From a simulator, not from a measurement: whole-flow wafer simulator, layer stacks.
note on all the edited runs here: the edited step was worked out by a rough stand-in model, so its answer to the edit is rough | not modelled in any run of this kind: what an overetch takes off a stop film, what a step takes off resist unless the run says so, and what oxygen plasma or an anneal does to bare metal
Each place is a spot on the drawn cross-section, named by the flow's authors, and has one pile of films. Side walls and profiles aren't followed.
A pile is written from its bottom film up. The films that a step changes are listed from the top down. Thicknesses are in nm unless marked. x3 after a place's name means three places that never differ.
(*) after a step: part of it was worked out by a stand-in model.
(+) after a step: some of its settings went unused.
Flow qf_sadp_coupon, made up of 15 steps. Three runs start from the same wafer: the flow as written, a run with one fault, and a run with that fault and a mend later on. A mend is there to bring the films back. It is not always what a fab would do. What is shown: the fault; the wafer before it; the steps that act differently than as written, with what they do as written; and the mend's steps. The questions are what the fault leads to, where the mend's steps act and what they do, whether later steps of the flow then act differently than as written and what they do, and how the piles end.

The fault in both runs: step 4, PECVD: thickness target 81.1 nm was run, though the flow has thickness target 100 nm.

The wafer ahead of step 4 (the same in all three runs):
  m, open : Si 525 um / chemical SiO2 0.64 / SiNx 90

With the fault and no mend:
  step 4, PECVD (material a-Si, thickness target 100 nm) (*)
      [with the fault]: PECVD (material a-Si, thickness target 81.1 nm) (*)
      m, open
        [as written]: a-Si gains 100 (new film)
        [with the fault]: a-Si gains 81.1 (new film)
  Steps later in the flow that act otherwise than as written:
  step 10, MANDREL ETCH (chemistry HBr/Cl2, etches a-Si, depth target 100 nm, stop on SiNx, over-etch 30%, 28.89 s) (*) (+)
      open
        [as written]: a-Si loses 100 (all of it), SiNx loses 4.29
        [with the fault]: a-Si loses 81.1 (all of it), SiNx loses 6.99
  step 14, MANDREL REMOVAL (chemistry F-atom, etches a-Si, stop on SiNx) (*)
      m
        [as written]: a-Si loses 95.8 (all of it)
        [with the fault]: a-Si loses 76.9 (all of it)
  The piles end different from the flow's at open by more than 2% or 0.5 nm, whichever is larger.
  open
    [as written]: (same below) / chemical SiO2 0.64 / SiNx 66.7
    [with the fault]: (same below) / chemical SiO2 0.64 / SiNx 64

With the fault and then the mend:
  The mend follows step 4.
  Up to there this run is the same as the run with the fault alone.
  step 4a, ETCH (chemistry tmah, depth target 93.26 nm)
      m, open
        a-Si loses 81.1 (all of it)
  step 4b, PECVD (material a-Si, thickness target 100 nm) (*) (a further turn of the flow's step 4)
      m, open
        a-Si gains 100 (new film)
  Later steps of the flow that are run all act as written at every place that is followed.
  At every place that both follow, the piles at the end match the flow's.
